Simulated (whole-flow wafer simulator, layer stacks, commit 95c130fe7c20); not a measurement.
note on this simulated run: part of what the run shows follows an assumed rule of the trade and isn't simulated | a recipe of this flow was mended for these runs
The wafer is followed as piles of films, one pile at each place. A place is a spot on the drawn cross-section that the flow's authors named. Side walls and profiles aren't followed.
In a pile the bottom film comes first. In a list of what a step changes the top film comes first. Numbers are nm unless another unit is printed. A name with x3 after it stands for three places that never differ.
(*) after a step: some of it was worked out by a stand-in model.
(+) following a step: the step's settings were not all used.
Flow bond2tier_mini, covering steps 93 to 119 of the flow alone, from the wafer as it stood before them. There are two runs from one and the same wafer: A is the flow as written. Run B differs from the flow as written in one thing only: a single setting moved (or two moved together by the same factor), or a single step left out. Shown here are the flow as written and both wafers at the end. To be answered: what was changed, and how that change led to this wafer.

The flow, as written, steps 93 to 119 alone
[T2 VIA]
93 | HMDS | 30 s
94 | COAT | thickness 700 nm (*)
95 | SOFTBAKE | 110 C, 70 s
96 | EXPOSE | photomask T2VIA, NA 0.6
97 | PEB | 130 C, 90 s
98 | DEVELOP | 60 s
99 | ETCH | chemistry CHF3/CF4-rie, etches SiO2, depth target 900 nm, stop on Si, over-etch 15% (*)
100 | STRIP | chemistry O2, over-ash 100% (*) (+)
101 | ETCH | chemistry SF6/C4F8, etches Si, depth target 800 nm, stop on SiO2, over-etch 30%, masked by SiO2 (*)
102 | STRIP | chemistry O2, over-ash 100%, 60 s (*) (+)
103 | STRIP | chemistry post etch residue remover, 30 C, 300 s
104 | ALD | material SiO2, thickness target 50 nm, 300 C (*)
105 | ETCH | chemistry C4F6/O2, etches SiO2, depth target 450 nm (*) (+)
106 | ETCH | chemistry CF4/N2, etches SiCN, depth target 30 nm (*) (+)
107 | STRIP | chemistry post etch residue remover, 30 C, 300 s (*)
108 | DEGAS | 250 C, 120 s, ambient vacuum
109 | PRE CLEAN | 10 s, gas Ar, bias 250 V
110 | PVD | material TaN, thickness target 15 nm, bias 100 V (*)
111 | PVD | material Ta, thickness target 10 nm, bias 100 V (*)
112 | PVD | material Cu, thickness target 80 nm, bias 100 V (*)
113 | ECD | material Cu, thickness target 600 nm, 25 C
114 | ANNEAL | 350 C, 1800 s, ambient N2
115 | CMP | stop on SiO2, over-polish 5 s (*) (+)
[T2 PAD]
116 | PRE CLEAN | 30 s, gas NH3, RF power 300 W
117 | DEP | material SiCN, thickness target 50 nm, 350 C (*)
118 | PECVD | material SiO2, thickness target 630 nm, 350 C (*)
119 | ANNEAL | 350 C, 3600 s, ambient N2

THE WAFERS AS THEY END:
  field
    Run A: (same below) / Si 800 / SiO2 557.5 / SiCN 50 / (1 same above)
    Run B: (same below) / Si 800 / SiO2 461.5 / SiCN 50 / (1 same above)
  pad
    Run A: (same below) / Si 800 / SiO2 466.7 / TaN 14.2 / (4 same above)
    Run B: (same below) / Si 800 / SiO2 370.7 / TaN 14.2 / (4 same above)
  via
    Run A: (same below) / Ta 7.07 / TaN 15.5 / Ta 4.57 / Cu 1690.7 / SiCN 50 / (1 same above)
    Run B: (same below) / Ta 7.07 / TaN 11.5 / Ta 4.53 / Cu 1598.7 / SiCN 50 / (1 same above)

The reason: step 104, ALD: thickness target 62 nm was run, though the flow has thickness target 50 nm; step 105, ETCH: depth target 558 nm was run, where the flow has depth target 450 nm.

Step by step, how the change led to this:
  104 | ALD | material SiO2, thickness target 50 nm, 300 C (*)
      field, pad, via: A +50 SiO2 | B +62 SiO2
  105 | ETCH | chemistry C4F6/O2, etches SiO2, depth target 450 nm (*) (+)
      field, pad: A -450 SiO2 | B -558 SiO2
      via: A -348.1 SiO2 (all of it), -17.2 SiCN | B -360.1 SiO2 (all of it), -33.4 SiCN
  106 | ETCH | chemistry CF4/N2, etches SiCN, depth target 30 nm (*) (+)
      via: A -17.6 SiCN (all of it), -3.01 TaN | B -1.46 SiCN (all of it), -6.96 TaN
  113 | ECD | material Cu, thickness target 600 nm, 25 C
      via: A +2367 Cu | B +2275.4 Cu
